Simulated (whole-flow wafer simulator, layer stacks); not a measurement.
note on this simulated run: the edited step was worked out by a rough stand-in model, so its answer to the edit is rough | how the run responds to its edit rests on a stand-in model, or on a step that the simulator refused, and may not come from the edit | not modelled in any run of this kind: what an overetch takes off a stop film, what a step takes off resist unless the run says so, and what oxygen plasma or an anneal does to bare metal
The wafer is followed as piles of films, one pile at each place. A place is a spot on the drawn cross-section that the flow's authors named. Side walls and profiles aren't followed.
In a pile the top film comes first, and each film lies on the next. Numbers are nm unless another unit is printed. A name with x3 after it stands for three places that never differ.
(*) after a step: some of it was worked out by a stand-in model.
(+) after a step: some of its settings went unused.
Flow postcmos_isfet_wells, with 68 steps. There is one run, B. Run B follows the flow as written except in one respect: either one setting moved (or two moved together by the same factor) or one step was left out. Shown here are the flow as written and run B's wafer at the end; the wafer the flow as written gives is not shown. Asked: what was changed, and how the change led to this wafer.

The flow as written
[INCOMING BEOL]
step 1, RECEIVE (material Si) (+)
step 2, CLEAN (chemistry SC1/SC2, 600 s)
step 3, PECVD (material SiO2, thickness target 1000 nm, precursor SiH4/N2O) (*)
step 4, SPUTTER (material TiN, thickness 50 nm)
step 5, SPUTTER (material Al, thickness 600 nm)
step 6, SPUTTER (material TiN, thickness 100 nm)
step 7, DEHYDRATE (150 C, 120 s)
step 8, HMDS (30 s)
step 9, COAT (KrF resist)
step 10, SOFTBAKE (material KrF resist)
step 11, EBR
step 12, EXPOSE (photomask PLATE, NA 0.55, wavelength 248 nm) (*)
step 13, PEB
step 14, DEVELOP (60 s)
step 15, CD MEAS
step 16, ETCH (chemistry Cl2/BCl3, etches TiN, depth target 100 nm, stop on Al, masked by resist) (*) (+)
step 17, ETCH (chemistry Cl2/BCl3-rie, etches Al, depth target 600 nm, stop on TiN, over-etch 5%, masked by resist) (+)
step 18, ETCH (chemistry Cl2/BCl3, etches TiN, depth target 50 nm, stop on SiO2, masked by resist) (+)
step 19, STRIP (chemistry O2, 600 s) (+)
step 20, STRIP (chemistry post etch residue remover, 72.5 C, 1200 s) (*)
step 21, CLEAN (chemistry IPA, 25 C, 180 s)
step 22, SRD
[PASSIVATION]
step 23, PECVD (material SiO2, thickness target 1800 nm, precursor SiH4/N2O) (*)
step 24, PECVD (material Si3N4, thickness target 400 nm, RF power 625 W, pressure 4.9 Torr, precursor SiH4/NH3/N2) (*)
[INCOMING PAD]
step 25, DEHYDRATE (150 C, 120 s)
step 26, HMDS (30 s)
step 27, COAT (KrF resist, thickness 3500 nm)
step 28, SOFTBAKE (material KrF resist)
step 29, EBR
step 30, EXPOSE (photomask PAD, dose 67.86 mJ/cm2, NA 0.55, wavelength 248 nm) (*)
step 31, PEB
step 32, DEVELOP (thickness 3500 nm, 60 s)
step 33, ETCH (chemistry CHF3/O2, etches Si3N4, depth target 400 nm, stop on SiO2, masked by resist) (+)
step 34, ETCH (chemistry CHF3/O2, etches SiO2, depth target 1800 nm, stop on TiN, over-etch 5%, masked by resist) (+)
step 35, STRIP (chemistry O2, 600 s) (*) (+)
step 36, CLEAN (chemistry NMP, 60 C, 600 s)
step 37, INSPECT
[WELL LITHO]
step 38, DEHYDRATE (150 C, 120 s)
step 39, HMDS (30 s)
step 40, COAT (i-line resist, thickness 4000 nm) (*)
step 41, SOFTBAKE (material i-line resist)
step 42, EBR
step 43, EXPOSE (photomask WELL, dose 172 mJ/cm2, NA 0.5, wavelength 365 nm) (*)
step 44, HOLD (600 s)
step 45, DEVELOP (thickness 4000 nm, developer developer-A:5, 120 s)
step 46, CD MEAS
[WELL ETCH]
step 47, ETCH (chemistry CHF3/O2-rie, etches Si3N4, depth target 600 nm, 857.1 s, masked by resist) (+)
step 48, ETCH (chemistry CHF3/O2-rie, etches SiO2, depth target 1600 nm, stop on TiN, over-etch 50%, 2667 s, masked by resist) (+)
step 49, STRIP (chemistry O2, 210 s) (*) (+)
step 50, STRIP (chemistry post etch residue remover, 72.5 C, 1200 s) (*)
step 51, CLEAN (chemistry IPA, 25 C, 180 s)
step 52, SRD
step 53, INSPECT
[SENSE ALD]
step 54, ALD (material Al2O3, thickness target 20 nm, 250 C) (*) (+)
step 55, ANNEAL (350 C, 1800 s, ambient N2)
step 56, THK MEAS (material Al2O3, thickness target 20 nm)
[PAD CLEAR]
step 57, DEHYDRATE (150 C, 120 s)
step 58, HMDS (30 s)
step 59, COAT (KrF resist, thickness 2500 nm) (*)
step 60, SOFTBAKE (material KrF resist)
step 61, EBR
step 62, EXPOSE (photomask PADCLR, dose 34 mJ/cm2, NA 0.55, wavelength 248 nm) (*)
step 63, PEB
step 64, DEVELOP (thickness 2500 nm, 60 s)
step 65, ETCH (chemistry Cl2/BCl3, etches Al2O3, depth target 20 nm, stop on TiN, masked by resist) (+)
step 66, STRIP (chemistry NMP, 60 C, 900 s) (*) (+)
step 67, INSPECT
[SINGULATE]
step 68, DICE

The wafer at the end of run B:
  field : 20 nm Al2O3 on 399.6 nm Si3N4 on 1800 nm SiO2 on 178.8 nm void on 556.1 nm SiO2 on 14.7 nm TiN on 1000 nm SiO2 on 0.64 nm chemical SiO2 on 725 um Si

The reason: step 16, ETCH: depth target 77.5 nm was run, while the flow as written has depth target 100 nm.

The path from the change to this, step by step:
  step 16, ETCH (chemistry Cl2/BCl3, etches TiN, depth target 100 nm, stop on Al, masked by resist) (*) (+)
      field: -77.5 TiN (as written it would have been: -100 TiN (all of it))
      margin, well900, well1300 x3, pad_rim, pad_clr, pad_open: -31 KrF resist (as written it would have been: -40 KrF resist)
  step 17, ETCH (chemistry Cl2/BCl3-rie, etches Al, depth target 600 nm, stop on TiN, over-etch 5%, masked by resist) (+)
      field: -22.5 TiN (all of it), -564 Al (as written it would have been: -600 Al (all of it))
  step 18, ETCH (chemistry Cl2/BCl3, etches TiN, depth target 50 nm, stop on SiO2, masked by resist) (+)
      field: -36 Al (all of it), -34.9 TiN (as written it would have been: -50 TiN (all of it))
  step 23, PECVD (material SiO2, thickness target 1800 nm, precursor SiH4/N2O) (*)
      field: +1800 SiO2 (new film), +178.8 void (new film), +556.1 SiO2 (new film) (as written it would have been: +1800 SiO2 (new film), +189.9 void (new film), +559.7 SiO2)
If metal films that touch count as one body, field has 1 body; the flow as written gives 0 bodies.
